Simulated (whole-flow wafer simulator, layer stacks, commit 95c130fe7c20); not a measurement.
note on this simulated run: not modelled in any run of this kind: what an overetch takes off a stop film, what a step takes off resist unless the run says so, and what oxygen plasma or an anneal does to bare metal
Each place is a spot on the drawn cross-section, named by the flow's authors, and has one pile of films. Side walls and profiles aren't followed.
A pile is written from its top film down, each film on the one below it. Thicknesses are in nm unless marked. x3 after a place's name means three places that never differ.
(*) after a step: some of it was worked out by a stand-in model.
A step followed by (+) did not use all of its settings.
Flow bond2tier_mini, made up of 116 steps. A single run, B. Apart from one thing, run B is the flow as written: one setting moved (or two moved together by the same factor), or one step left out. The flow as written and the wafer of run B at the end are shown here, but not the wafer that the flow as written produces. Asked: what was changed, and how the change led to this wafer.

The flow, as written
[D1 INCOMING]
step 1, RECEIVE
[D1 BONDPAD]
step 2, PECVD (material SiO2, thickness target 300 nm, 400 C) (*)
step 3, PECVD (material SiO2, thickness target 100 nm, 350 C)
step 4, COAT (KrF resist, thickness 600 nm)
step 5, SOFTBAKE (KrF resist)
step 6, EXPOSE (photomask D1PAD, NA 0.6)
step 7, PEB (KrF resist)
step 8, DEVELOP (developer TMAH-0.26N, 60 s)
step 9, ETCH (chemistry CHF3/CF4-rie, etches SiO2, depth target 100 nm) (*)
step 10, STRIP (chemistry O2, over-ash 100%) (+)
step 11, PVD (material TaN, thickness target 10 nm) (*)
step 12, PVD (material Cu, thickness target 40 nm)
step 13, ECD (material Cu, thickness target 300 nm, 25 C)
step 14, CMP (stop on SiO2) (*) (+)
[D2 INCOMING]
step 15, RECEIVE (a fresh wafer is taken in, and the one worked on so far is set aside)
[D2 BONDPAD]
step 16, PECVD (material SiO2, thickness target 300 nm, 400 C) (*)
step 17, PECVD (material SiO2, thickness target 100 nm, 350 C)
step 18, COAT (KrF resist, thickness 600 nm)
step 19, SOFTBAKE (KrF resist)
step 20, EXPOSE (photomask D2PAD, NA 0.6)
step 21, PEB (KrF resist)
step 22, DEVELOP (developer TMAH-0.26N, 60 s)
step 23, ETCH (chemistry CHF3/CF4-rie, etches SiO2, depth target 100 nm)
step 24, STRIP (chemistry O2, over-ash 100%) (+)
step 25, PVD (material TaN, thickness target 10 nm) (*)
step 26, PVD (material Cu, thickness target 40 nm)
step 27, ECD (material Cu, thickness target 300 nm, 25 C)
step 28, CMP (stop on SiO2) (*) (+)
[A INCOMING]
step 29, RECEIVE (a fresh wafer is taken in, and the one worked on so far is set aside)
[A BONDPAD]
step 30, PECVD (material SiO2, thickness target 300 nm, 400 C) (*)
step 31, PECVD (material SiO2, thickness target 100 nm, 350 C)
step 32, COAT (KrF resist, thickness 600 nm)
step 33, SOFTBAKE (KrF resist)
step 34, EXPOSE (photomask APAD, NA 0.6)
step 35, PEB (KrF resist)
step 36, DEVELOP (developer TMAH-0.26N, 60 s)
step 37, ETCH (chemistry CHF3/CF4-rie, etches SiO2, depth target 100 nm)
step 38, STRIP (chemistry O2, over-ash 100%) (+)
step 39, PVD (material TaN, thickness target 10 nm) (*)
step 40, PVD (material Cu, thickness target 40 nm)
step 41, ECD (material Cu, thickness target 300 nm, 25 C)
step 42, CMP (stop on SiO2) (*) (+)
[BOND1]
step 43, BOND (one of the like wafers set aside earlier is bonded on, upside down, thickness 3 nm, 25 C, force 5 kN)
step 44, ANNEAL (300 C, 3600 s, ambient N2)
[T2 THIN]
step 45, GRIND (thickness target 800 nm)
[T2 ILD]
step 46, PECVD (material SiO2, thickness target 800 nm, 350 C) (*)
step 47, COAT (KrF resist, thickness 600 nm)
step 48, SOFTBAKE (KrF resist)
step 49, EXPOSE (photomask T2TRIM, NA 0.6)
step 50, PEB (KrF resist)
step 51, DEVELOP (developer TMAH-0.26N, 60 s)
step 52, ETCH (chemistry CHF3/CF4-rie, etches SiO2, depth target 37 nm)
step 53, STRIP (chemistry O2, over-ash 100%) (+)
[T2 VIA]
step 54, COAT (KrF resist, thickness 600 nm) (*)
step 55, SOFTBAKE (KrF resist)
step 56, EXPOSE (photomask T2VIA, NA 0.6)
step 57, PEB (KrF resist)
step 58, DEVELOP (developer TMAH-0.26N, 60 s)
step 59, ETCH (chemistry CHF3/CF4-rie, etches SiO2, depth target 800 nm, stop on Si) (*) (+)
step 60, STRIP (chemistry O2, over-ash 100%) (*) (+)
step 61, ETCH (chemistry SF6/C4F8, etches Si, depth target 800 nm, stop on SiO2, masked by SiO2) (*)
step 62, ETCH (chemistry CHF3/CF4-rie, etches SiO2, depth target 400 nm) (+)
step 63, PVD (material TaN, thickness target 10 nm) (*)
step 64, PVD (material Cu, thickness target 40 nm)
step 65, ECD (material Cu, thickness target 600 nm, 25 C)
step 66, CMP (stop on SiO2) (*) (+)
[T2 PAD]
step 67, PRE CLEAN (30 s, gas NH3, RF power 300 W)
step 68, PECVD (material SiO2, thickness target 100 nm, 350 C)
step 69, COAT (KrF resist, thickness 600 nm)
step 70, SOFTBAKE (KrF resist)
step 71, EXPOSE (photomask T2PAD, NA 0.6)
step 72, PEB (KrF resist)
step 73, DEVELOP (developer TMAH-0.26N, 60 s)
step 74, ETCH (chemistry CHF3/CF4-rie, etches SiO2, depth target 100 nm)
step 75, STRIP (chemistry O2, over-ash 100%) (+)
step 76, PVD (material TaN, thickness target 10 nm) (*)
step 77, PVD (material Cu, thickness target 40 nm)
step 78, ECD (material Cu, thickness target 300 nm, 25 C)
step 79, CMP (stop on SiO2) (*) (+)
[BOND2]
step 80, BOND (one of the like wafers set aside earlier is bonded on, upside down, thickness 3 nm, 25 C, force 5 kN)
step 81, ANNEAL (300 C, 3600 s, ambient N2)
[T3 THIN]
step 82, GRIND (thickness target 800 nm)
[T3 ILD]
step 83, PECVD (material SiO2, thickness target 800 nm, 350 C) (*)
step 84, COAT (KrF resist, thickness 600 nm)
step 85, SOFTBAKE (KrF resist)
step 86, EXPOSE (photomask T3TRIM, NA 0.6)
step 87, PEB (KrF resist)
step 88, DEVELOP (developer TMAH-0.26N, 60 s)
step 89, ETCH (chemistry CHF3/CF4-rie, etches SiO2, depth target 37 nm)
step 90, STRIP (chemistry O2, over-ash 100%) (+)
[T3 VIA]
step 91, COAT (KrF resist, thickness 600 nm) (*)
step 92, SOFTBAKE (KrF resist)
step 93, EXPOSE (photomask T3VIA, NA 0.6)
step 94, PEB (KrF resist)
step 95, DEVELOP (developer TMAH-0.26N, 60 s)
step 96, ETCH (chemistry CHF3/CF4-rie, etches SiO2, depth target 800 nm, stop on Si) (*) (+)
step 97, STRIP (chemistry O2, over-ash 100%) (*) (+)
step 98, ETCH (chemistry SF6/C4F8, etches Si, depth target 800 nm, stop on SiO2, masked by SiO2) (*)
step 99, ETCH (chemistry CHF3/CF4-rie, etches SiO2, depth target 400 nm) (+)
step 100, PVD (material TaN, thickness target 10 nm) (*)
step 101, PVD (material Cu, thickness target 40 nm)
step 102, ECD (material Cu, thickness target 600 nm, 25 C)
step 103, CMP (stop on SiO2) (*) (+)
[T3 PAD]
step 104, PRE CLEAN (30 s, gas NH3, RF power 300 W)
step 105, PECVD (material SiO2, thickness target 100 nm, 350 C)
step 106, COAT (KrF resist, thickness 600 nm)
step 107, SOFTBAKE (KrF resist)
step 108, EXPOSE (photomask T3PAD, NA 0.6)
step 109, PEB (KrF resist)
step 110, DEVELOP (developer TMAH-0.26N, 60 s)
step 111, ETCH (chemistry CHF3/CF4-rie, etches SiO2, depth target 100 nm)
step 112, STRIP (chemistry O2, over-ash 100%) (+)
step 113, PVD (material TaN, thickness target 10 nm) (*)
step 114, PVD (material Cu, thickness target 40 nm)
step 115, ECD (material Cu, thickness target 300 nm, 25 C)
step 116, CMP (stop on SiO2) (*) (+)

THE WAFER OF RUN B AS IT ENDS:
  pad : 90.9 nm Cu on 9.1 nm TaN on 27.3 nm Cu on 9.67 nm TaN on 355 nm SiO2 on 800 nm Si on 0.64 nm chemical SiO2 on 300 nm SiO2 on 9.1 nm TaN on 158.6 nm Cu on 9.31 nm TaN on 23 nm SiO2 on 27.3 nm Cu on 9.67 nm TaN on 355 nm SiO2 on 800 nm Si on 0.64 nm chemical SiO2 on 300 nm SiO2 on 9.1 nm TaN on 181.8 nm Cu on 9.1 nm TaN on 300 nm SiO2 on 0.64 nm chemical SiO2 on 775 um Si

What caused this: step 74, ETCH: depth target 77 nm was run, whereas the flow has depth target 100 nm.

The path from the change to this, step by step:
  step 74, ETCH (chemistry CHF3/CF4-rie, etches SiO2, depth target 100 nm)
      pad: -77 SiO2 (it would be, as written: -100 SiO2 (all of it))
      field: -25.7 KrF resist (it would be, as written: -33.3 KrF resist)
  step 77, PVD (material Cu, thickness target 40 nm)
      pad: +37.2 Cu (new film) (it would be, as written: +36.4 Cu (new film))
  step 78, ECD (material Cu, thickness target 300 nm, 25 C)
      pad: +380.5 Cu (it would be, as written: +404.5 Cu)
Taking metal films that touch as one body, pad has 4 bodies (between them, from the top down: SiO2 355 / Si 800 / chemical SiO2 0.64 / SiO2 300; SiO2 23; SiO2 355 / Si 800 / chemical SiO2 0.64 / SiO2 300); the flow as written gives 3 bodies (between them, from the top down: SiO2 355 / Si 800 / chemical SiO2 0.64 / SiO2 300; SiO2 355 / Si 800 / chemical SiO2 0.64 / SiO2 300).
